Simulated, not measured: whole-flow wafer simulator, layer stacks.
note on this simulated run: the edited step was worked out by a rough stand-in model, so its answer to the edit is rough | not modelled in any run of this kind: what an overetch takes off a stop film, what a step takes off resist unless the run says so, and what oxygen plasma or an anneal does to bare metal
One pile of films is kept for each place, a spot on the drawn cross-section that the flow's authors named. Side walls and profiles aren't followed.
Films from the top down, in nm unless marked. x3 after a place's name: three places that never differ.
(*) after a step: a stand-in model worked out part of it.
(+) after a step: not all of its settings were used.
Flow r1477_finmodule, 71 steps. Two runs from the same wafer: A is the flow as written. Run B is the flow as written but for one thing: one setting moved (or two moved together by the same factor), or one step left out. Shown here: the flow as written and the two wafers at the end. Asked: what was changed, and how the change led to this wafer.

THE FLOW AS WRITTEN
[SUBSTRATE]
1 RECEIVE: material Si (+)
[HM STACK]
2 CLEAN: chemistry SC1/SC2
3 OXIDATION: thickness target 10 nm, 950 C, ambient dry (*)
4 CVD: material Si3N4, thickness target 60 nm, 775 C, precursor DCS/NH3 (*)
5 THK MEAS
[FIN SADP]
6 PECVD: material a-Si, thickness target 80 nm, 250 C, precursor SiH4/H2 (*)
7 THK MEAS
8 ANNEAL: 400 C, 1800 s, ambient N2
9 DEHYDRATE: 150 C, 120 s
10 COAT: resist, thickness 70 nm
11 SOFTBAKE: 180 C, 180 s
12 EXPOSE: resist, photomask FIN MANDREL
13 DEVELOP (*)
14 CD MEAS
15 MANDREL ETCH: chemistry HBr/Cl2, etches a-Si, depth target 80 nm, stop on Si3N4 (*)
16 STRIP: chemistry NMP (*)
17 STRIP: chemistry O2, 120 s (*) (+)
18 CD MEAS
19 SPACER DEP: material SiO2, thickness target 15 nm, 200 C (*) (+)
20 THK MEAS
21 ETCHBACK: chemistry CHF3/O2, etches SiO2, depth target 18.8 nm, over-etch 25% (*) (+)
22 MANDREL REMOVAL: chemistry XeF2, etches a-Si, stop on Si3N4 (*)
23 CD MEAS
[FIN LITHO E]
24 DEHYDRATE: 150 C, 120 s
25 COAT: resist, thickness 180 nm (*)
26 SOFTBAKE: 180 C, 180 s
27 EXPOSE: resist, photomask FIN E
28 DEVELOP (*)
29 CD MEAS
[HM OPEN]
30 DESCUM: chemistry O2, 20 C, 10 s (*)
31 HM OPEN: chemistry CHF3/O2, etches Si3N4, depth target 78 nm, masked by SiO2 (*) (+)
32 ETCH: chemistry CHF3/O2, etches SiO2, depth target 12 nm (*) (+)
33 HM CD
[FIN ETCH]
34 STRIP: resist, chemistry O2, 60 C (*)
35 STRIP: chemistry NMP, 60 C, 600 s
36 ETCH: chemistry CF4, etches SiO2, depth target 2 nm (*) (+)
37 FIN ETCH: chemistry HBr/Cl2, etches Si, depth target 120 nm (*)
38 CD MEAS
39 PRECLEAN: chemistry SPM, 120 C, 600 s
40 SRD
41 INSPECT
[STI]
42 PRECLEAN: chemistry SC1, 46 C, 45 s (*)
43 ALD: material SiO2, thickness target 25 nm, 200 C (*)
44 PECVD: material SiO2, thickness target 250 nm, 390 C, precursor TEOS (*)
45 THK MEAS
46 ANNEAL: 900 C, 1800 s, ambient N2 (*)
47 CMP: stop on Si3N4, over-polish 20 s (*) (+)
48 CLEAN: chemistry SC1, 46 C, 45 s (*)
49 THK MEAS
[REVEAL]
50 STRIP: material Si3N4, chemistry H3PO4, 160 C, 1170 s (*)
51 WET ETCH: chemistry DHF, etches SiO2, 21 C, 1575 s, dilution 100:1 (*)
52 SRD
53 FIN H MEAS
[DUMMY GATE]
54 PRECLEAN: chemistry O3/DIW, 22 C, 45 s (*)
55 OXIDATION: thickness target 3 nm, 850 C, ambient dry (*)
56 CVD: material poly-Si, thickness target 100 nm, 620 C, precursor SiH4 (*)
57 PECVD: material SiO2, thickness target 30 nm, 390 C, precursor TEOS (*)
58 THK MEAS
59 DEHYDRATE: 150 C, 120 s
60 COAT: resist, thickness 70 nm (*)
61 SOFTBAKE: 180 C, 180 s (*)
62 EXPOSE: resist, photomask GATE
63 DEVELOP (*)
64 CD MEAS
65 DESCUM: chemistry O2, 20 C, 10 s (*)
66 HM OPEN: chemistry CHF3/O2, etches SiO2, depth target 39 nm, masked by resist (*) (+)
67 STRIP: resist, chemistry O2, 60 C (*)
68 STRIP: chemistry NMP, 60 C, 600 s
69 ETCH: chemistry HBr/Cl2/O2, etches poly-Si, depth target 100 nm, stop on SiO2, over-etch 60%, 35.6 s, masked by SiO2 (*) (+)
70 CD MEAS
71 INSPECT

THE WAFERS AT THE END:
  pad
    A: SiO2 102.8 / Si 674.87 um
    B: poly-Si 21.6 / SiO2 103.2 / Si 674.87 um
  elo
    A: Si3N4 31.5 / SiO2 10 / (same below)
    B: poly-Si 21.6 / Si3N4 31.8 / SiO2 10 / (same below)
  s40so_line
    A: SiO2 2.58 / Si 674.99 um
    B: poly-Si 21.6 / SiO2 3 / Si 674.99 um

The cause: step 69, ETCH: depth target 47.5 nm was run, where the flow has depth target 100 nm; step 69, ETCH: 16.9 s was run, where the flow has 35.6 s.

How the change led to this, step by step:
  69 ETCH: chemistry HBr/Cl2/O2, etches poly-Si, depth target 100 nm, stop on SiO2, over-etch 60%, 35.6 s, masked by SiO2 (*) (+)
      pad, eso, e40so and 8 more: A chemical SiO2 -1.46 (all of it), poly-Si -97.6 (all of it), SiO2 -0.42 | B chemical SiO2 -1.46 (all of it), poly-Si -76
      elo, e40lo, e100lo, e200lo: A chemical SiO2 -1.46 (all of it), poly-Si -97.6 (all of it), Si3N4 -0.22 | B chemical SiO2 -1.46 (all of it), poly-Si -76
      (and at 21 more places)
